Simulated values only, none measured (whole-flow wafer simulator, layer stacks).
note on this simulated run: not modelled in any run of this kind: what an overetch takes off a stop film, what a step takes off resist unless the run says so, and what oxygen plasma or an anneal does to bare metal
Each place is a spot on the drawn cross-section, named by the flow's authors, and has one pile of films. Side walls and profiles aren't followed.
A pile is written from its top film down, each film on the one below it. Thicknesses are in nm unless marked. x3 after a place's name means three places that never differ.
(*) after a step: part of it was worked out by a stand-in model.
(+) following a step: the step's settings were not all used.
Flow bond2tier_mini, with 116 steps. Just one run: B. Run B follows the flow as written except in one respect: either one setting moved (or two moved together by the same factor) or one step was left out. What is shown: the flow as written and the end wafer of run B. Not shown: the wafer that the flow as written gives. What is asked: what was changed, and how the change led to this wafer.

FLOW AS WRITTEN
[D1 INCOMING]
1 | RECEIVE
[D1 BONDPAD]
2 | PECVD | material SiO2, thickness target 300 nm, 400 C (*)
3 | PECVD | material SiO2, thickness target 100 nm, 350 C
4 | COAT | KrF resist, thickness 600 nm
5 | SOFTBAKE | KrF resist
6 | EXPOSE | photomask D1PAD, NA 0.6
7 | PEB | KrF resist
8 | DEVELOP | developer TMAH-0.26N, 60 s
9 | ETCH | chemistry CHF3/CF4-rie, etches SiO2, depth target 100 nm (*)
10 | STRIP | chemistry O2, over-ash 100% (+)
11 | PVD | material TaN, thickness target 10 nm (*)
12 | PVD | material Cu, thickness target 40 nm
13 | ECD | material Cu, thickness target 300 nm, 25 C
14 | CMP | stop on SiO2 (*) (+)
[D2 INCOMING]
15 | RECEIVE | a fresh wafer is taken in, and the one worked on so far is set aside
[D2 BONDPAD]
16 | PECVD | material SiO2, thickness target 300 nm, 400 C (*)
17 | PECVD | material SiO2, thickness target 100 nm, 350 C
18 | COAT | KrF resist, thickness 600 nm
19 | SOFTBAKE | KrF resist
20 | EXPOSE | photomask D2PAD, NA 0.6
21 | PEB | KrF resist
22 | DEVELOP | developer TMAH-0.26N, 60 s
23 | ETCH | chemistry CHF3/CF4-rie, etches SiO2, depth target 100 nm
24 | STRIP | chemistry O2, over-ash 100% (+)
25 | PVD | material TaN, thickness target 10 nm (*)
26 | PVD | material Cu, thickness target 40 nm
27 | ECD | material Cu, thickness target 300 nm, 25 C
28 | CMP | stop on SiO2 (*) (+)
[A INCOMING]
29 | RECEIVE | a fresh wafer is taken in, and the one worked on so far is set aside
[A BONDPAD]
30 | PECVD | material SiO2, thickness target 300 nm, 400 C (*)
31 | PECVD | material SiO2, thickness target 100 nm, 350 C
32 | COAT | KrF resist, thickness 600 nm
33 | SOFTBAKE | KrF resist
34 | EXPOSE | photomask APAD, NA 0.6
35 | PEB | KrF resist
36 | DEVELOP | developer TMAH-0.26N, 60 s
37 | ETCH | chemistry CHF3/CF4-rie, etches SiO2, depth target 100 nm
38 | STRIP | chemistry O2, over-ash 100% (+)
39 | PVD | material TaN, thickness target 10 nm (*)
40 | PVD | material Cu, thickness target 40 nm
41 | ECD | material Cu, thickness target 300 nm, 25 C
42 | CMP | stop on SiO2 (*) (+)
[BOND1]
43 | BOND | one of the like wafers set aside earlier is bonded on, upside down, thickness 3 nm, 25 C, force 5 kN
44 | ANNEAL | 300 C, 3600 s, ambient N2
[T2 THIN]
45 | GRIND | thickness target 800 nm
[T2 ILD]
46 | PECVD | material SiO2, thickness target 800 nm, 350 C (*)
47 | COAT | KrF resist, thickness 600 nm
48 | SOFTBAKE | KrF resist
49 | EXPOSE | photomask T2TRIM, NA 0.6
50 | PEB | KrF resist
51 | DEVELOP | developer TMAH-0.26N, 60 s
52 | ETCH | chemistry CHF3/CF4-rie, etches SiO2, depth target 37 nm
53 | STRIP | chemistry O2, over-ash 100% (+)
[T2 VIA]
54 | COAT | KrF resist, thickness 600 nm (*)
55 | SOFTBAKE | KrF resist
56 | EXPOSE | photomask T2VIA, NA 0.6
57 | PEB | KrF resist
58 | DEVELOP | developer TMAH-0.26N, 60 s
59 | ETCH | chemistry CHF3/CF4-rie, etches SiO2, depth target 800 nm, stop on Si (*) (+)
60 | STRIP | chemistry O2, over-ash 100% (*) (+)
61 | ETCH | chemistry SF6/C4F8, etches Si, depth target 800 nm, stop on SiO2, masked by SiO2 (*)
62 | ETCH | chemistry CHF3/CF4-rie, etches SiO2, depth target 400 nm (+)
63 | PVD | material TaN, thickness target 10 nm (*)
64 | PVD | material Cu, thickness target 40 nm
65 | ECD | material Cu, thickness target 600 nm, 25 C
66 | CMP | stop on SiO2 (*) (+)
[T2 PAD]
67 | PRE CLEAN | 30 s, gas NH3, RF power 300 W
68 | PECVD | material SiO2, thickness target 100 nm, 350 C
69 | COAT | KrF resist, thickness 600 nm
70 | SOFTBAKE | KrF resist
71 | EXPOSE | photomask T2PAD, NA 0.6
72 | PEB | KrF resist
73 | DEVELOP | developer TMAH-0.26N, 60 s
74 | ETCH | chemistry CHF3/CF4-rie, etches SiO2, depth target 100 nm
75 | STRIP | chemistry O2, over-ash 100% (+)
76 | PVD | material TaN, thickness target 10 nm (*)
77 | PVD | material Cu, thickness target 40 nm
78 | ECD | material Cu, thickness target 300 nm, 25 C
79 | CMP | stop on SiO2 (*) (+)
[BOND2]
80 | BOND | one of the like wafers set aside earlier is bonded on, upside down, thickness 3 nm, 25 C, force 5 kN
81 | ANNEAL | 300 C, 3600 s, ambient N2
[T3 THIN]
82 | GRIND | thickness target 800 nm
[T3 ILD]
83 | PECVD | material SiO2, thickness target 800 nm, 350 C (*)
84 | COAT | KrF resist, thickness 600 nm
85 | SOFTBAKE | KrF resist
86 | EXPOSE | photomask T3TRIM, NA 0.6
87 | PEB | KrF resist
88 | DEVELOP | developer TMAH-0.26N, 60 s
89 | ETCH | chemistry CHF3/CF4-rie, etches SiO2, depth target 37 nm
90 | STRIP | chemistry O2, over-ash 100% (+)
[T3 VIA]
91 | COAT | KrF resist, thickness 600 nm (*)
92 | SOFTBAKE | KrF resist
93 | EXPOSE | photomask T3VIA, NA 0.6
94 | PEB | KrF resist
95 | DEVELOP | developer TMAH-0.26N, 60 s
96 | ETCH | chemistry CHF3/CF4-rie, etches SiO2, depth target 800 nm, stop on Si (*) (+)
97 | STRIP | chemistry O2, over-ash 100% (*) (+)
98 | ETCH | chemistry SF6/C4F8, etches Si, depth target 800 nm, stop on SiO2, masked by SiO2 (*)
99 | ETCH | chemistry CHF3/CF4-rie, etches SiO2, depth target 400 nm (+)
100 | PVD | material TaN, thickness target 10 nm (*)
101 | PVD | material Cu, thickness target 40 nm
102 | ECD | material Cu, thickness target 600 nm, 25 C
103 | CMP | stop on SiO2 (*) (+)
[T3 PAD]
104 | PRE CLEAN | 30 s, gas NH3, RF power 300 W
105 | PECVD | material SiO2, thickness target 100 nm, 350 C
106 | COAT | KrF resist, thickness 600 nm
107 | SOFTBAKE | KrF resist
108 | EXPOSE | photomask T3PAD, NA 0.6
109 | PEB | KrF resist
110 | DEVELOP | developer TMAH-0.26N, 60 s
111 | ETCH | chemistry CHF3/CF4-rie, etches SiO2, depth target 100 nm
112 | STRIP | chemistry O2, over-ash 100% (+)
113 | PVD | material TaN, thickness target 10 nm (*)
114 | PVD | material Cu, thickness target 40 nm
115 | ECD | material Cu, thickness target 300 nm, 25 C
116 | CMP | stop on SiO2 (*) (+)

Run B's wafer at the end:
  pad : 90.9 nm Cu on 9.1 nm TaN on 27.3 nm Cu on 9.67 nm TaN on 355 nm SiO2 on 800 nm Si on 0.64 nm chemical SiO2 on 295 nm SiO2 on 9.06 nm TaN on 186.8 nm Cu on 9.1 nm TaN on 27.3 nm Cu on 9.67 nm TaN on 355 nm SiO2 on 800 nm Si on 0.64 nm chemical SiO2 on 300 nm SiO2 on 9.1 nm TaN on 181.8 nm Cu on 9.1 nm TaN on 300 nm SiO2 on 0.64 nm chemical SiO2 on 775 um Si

What caused this: step 23, ETCH: depth target 105 nm was run, while the flow as written has depth target 100 nm.

How this came from the change, step by step:
  23 | ETCH | chemistry CHF3/CF4-rie, etches SiO2, depth target 100 nm
      pad, via: -105 SiO2 (as written it would have been: -100 SiO2)
      field: -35 KrF resist (as written it would have been: -33.3 KrF resist)
  80 | BOND | one of the like wafers set aside earlier is bonded on, upside down, thickness 3 nm, 25 C, force 5 kN
      pad: +775 um Si (new film), +0.64 chemical SiO2 (new film), +295 SiO2 (new film), +9.06 TaN (new film), +95.9 Cu (as written it would have been: +775 um Si (new film), +0.64 chemical SiO2 (new film), +300 SiO2 (new film), +9.1 TaN (new film), +90.9 Cu)
